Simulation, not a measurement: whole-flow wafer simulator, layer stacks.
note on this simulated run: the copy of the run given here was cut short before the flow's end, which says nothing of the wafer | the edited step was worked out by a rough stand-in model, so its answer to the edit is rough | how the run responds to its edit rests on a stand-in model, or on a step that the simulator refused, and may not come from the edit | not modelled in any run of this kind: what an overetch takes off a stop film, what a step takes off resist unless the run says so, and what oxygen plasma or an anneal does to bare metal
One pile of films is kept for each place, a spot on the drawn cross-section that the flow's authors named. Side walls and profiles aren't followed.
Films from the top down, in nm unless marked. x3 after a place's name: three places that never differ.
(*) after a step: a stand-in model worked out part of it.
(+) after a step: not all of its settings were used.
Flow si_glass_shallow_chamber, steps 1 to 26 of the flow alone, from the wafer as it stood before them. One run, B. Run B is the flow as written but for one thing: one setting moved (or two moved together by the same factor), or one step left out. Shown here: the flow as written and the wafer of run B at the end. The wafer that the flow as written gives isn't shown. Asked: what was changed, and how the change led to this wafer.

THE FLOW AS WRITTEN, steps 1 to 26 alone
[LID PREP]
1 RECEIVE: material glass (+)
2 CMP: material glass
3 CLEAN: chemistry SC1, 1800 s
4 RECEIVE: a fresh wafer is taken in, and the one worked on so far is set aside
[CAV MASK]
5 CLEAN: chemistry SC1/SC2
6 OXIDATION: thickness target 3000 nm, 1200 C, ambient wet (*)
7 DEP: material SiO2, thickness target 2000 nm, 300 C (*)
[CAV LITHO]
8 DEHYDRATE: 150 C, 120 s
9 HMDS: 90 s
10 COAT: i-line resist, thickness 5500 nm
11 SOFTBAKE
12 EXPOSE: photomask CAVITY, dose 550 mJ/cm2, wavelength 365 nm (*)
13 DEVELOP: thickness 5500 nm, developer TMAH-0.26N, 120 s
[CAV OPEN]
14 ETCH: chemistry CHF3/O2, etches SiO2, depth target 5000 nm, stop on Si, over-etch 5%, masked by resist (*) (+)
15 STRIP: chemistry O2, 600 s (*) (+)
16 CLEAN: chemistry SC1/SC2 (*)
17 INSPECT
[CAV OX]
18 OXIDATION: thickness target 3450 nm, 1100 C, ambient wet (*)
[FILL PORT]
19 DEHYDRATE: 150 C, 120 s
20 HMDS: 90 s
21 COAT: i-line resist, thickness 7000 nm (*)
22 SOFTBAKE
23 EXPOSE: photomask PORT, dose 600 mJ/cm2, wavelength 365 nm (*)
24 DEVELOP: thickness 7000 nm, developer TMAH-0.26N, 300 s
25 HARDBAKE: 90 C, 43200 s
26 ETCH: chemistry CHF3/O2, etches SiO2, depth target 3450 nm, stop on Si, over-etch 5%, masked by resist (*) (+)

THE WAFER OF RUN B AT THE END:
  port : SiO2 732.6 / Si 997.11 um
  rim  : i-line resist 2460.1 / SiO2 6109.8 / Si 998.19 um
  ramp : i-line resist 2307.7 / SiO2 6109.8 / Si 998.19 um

The cause: step 26, ETCH: depth target 2588 nm was run, where the flow has depth target 3450 nm.

How the change led to this, step by step:
  26 ETCH: chemistry CHF3/O2, etches SiO2, depth target 3450 nm, stop on Si, over-etch 5%, masked by resist (*) (+)
      port: SiO2 -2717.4 (as written it would be: SiO2 -3450 (all of it), Si -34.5)
      rim, ramp, cav, ring: i-line resist -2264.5 (as written it would be: i-line resist -3018.8)
      (and at 1 more place)
